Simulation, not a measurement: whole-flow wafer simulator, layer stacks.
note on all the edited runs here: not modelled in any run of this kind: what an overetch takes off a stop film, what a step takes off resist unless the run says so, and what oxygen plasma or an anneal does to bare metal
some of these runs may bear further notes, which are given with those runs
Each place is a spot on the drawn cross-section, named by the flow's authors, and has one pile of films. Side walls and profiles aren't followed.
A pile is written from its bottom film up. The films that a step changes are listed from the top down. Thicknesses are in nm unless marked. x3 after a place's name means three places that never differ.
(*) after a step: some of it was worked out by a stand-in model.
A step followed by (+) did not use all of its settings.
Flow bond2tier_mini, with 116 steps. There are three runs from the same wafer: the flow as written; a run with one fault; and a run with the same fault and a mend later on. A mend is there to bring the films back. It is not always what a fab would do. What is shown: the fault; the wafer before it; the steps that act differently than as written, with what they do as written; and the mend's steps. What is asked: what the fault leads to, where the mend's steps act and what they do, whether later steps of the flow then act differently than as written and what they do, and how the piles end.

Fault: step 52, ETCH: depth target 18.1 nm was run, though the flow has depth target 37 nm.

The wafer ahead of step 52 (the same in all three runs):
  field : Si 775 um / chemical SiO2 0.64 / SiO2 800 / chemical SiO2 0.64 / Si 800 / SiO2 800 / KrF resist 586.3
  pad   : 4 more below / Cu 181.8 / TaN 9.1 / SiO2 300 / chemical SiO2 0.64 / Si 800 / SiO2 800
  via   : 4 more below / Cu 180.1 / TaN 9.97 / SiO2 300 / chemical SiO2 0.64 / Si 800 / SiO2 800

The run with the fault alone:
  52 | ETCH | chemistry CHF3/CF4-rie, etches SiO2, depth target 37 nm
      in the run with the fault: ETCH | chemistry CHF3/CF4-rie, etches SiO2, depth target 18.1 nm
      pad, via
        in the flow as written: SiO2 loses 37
        in the run with the fault: SiO2 loses 18.1
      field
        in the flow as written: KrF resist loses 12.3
        in the run with the fault: KrF resist loses 6.03
  Later steps of the flow acting differently than as written (5 other steps are not shown; they differ only slightly, by no more than 2% or 0.5 nm, whichever is larger):
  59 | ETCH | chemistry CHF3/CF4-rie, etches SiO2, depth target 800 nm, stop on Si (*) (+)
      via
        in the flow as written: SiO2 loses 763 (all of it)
        in the run with the fault: SiO2 loses 781.9 (all of it)
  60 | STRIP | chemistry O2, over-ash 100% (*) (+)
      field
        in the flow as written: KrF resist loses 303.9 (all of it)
        in the run with the fault: KrF resist loses 311.9 (all of it)
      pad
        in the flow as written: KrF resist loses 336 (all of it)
        in the run with the fault: KrF resist loses 327.6 (all of it)
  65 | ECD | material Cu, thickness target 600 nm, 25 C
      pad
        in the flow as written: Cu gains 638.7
        in the run with the fault: Cu gains 618.9
  By the end, the piles at pad depart from the flow's by more than 2% or 0.5 nm, whichever is larger.
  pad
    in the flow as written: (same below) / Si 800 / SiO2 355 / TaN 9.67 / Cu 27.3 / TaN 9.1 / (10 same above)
    in the run with the fault: (same below) / Si 800 / SiO2 373.9 / TaN 9.84 / Cu 8.26 / TaN 9.1 / (10 same above)

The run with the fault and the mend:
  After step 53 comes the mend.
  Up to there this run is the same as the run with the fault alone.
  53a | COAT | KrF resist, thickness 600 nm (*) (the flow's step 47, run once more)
      field
        KrF resist gains 592.3 (new film)
      pad
        KrF resist gains 608 (new film)
      via
        KrF resist gains 607 (new film)
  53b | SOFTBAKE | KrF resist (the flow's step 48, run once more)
      alters no film at any place that is followed
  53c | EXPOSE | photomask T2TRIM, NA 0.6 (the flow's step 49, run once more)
      alters no film at any place that is followed
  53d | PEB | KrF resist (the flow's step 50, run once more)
      alters no film at any place that is followed
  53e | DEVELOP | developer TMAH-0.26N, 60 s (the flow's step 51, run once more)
      field
        KrF resist loses 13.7
      pad
        KrF resist loses 608 (all of it)
      via
        KrF resist loses 607 (all of it)
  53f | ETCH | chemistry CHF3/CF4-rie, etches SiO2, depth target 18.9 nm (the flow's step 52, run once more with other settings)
      pad, via
        SiO2 loses 18.9
      field
        KrF resist loses 6.3
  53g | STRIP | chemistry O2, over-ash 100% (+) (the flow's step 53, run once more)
      field
        KrF resist loses 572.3 (all of it)
  Later steps of the flow that are run all act as written at every place that is followed.
  By the end, the piles equal the flow's at every place that both follow.
